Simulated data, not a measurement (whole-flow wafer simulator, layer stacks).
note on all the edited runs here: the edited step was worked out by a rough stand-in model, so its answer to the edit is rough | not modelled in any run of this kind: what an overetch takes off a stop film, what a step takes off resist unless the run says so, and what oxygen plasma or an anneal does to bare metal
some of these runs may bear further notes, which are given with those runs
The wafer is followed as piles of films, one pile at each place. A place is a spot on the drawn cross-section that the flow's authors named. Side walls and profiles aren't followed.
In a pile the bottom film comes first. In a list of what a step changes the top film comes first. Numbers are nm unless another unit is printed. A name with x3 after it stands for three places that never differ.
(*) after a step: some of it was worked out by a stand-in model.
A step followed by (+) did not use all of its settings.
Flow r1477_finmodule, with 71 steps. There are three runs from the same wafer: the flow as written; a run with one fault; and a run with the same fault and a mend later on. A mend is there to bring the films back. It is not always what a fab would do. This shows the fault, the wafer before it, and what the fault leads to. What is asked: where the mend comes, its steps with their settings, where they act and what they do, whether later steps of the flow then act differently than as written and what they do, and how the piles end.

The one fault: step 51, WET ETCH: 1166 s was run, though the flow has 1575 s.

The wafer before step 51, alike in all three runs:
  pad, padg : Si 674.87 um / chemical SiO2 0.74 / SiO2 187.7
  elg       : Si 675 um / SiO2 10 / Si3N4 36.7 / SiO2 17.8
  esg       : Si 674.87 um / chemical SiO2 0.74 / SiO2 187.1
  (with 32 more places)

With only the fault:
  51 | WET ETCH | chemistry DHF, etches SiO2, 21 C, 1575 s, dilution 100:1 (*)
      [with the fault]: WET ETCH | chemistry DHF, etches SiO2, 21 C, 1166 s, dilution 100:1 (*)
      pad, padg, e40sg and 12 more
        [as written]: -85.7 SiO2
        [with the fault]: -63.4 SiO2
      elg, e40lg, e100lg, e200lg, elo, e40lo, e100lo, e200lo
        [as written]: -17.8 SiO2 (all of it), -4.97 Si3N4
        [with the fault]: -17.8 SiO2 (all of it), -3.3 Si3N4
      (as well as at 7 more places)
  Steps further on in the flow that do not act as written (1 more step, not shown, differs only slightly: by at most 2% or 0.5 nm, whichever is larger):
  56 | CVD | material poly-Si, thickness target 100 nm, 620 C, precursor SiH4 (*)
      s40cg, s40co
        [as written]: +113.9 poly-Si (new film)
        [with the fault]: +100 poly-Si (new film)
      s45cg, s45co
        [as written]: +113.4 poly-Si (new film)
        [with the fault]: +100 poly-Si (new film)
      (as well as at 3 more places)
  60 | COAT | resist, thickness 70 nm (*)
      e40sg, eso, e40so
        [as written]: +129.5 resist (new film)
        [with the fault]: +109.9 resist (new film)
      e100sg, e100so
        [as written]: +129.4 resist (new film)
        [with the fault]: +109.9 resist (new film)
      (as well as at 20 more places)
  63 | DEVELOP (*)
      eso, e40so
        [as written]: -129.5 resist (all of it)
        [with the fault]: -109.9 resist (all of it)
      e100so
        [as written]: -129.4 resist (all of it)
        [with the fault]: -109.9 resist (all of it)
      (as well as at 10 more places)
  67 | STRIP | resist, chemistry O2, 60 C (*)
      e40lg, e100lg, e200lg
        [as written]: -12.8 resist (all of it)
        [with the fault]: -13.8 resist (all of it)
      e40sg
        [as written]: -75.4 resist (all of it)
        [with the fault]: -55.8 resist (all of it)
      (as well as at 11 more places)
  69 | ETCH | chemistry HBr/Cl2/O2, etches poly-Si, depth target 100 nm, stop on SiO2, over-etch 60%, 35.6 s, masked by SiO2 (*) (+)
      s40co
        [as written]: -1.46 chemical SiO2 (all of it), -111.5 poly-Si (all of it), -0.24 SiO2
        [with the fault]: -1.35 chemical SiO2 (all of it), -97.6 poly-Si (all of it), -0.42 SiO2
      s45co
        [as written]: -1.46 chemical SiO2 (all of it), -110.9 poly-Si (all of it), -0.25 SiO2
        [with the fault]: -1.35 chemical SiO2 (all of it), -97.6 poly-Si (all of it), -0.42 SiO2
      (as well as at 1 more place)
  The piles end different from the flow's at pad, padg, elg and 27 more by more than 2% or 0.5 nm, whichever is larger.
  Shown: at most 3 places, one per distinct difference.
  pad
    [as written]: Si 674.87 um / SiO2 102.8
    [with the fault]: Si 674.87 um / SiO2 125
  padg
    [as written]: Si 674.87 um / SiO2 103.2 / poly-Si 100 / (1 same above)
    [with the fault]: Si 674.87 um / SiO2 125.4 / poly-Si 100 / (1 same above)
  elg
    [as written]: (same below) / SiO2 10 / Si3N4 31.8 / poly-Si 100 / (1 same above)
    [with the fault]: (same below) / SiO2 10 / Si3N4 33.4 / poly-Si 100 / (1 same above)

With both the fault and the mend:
  The mend stands after step 51.
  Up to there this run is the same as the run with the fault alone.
  51a | WET ETCH | chemistry DHF, etches SiO2, 21 C, 409 s, dilution 100:1 (*) (the flow's step 51, run once more with other settings)
      pad, padg, e40sg and 12 more
        -22.3 SiO2
      elg, e40lg, e100lg, e200lg, elo, e40lo, e100lo, e200lo
        -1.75 Si3N4
      esg, s40cg, s45cg, s50cg, s40co, s45co, s50co
        -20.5 SiO2
  None of the later steps of the flow differs from how it acts as written, at any place that is followed, by more than 2% or 0.5 nm, whichever is larger.
  When the end is reached, the piles differ only a little from the flow's at the places that both follow, at most by 2% or 0.5 nm, whichever is larger.
